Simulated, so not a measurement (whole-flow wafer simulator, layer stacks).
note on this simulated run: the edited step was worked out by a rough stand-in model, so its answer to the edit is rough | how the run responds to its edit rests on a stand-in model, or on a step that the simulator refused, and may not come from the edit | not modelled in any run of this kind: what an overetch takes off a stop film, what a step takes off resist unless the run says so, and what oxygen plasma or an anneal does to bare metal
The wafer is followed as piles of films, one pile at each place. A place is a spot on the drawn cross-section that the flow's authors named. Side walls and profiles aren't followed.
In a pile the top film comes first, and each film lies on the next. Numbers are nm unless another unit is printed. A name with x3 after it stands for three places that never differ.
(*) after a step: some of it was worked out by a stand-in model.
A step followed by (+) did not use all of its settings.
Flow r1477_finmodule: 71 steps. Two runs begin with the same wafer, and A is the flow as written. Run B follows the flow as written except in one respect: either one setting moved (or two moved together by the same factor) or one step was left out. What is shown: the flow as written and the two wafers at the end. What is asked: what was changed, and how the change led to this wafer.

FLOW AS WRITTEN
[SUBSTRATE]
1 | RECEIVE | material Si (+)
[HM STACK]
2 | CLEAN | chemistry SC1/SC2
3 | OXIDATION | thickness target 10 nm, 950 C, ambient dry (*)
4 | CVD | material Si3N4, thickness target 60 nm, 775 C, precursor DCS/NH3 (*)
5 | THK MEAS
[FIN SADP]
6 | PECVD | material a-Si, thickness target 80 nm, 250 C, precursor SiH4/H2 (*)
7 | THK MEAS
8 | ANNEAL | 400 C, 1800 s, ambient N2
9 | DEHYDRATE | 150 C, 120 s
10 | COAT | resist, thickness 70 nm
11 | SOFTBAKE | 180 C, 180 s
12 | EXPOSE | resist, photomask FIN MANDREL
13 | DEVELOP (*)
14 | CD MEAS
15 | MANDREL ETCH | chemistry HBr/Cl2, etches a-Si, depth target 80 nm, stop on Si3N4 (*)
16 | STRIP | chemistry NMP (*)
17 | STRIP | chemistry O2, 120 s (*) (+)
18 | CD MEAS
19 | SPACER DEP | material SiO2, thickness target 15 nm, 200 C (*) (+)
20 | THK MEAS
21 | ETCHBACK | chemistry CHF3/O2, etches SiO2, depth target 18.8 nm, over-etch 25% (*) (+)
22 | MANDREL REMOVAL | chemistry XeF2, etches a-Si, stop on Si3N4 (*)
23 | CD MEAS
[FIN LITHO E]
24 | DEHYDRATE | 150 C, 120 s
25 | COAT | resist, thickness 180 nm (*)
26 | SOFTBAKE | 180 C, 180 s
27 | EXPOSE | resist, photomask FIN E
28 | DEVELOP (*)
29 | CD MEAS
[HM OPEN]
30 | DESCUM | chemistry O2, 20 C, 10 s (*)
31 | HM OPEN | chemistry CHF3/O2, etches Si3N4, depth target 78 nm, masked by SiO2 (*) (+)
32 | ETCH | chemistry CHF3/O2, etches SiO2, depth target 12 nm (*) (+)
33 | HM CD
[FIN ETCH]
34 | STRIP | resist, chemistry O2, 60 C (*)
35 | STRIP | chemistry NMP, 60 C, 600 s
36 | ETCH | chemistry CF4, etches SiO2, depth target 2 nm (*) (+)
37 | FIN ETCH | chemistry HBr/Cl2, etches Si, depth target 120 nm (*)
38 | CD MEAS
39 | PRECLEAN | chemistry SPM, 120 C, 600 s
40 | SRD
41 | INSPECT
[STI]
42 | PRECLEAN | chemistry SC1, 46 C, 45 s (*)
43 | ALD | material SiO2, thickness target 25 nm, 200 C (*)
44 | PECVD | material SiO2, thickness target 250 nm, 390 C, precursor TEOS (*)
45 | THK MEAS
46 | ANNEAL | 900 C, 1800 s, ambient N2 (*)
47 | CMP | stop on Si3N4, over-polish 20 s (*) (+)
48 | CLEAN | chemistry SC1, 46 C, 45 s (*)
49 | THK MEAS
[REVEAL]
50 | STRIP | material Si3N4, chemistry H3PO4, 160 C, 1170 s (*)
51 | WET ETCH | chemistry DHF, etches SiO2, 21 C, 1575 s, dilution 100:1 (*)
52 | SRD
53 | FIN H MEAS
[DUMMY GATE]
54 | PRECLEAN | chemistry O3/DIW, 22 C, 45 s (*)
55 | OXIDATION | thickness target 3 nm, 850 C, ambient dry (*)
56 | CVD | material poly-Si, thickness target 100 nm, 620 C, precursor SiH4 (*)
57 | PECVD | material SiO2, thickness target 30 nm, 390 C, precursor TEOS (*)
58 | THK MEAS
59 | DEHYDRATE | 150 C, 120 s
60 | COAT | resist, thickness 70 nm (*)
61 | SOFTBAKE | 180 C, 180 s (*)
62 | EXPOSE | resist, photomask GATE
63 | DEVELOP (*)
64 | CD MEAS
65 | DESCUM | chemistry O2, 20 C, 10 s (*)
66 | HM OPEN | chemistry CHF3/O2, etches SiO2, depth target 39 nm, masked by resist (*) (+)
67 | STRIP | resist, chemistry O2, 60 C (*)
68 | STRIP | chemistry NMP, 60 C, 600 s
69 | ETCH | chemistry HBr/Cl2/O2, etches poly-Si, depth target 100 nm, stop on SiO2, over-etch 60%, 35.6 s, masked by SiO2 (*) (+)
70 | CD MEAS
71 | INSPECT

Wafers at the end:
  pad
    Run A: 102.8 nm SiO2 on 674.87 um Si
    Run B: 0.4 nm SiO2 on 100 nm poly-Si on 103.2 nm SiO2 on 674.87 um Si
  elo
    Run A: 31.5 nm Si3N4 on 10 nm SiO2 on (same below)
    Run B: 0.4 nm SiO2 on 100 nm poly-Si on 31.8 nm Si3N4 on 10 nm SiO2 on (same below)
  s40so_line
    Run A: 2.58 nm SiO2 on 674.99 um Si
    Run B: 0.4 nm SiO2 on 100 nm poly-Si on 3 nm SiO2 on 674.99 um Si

Cause: step 57, PECVD: thickness target 44.7 nm was run, while the flow as written has thickness target 30 nm.

The path from the change to this, step by step:
  57 | PECVD | material SiO2, thickness target 30 nm, 390 C, precursor TEOS (*)
      pad, padg, elg and 33 more: A +30 SiO2 (new film) | B +44.7 SiO2 (new film)
  66 | HM OPEN | chemistry CHF3/O2, etches SiO2, depth target 39 nm, masked by resist (*) (+)
      pad, elo, eso and 15 more: A -30 SiO2 (all of it), -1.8 poly-Si | B -39 SiO2
  67 | STRIP | resist, chemistry O2, 60 C (*)
      pad, elo, eso and 15 more: A +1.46 chemical SiO2 (new film), -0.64 poly-Si | B nothing
  69 | ETCH | chemistry HBr/Cl2/O2, etches poly-Si, depth target 100 nm, stop on SiO2, over-etch 60%, 35.6 s, masked by SiO2 (*) (+)
      pad, eso, e40so and 8 more: A -1.46 chemical SiO2 (all of it), -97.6 poly-Si (all of it), -0.42 SiO2 | B -5.3 SiO2
      elo, e40lo, e100lo, e200lo: A -1.46 chemical SiO2 (all of it), -97.6 poly-Si (all of it), -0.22 Si3N4 | B -5.3 SiO2
      (and at 3 other places as well)
